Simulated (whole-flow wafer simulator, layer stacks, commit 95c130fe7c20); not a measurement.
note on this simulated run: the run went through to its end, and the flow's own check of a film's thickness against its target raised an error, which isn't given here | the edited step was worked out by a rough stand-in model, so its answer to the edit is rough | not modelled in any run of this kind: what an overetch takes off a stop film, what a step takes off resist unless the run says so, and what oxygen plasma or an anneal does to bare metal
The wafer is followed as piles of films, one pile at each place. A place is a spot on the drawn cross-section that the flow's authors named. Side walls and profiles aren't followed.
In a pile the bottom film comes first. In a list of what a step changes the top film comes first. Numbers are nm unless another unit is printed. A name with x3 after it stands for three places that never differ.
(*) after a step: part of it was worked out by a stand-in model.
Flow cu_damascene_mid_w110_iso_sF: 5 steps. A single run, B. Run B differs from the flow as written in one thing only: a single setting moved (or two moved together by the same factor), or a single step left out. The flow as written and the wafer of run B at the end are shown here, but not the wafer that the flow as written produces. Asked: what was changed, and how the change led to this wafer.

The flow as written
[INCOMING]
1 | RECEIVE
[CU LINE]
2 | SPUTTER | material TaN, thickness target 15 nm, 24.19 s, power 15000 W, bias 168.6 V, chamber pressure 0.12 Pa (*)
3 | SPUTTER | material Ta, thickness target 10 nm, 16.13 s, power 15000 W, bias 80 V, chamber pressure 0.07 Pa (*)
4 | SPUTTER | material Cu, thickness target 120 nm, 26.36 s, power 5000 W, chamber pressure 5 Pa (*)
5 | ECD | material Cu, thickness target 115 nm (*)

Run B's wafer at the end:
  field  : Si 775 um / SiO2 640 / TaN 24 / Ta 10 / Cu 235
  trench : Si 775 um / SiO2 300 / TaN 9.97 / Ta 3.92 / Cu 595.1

What caused this: step 2, SPUTTER: thickness target 24 nm was run, whereas the flow has thickness target 15 nm; step 2, SPUTTER: 38.7 s was run, where the flow has 24.19 s.
The wafer itself shows it: field has TaN 24, and step 2 as written asks for 15 nm.

How this came from the change, step by step:
  2 | SPUTTER | material TaN, thickness target 15 nm, 24.19 s, power 15000 W, bias 168.6 V, chamber pressure 0.12 Pa (*)
      field: TaN gains 24 (new film) (as written it would have been: TaN gains 15 (new film))
      trench: TaN gains 9.97 (new film) (as written it would have been: TaN gains 6.23 (new film))
  4 | SPUTTER | material Cu, thickness target 120 nm, 26.36 s, power 5000 W, chamber pressure 5 Pa (*)
      trench: Cu gains 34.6 (new film) (as written it would have been: Cu gains 35.7 (new film))
